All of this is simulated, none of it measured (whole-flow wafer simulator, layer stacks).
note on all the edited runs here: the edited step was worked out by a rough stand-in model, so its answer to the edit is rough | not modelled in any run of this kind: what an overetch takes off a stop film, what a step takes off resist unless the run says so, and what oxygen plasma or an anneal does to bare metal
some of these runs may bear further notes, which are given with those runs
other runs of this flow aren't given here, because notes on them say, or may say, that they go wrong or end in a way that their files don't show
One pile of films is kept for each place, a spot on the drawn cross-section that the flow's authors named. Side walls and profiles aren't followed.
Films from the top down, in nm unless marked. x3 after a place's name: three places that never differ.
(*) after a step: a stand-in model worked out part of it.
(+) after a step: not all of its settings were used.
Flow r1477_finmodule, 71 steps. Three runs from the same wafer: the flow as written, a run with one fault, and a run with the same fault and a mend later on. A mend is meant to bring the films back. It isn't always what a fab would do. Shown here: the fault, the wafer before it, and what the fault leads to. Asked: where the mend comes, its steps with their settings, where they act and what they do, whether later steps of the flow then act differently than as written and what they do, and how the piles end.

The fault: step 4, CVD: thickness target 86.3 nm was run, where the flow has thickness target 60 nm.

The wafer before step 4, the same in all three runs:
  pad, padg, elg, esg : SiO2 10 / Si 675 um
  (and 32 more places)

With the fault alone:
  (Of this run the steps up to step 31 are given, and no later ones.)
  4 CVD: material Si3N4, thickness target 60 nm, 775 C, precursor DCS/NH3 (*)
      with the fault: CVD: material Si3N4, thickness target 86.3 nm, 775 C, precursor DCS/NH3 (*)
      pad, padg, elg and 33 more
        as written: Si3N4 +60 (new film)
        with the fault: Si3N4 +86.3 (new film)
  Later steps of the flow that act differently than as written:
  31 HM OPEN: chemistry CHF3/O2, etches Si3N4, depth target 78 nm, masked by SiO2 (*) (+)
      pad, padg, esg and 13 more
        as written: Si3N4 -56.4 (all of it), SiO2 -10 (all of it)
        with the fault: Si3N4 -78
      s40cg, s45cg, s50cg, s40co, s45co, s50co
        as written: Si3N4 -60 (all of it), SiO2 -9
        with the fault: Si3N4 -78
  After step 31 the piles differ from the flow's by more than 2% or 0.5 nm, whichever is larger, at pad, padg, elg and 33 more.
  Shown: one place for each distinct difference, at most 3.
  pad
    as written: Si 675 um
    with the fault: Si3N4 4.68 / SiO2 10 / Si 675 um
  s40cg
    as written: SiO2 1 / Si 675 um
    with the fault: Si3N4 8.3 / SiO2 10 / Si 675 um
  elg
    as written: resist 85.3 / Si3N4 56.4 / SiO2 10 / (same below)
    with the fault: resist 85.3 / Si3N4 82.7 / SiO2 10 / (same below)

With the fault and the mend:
  The mend comes after step 5.
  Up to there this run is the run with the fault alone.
  5a ETCH: chemistry h3po4, depth target 99.24 nm
      pad, padg, elg and 33 more
        Si3N4 -86.3 (all of it)
  5b CLEAN: chemistry SC1/SC2 (the flow's step 2 once more)
      changes no film at any place that is followed
  5c CVD: material Si3N4, thickness target 60 nm, 775 C, precursor DCS/NH3 (*) (the flow's step 4 once more)
      pad, padg, elg and 33 more
        Si3N4 +60 (new film)
  No later step of the flow acts differently than as written at any place that is followed.
  At the end the piles are the same as the flow's at every place that both follow.
